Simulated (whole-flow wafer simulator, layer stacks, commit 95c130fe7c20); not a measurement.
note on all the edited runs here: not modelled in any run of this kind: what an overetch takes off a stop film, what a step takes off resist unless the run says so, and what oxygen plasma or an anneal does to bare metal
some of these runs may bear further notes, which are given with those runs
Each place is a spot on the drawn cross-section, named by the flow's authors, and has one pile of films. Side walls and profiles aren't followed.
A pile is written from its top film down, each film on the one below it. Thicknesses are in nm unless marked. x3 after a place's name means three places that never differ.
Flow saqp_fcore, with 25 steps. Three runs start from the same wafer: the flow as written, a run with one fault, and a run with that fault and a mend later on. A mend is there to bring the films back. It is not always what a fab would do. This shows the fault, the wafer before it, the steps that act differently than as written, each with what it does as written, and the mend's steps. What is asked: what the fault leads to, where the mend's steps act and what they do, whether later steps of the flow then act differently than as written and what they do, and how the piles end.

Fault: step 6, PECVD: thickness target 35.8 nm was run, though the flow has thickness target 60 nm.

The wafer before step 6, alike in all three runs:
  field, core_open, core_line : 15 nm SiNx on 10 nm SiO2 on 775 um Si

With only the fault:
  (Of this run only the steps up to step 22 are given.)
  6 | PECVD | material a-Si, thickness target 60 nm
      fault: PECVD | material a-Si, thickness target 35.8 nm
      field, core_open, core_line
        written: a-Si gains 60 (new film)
        fault: a-Si gains 35.8 (new film)
  Every later step of the flow up to step 22 that is run acts as written at every place that is followed.
  After step 22, at field, core_open, core_line, the piles differ from the flow's by more than 2% or 0.5 nm, whichever is larger.
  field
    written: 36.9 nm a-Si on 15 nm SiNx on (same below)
    fault: 12.7 nm a-Si on 15 nm SiNx on (same below)
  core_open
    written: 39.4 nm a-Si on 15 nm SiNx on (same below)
    fault: 15.2 nm a-Si on 15 nm SiNx on (same below)
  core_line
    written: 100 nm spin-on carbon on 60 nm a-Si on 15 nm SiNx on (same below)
    fault: 100 nm spin-on carbon on 35.8 nm a-Si on 15 nm SiNx on (same below)

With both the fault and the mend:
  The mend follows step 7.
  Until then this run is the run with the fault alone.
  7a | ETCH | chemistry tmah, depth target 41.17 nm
      field, core_open, core_line
        a-Si loses 35.8 (all of it)
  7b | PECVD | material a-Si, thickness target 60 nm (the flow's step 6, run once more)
      field, core_open, core_line
        a-Si gains 60 (new film)
  Every later step of the flow that is run acts as written at every place that is followed.
  By the end, the piles equal the flow's at every place that both follow.
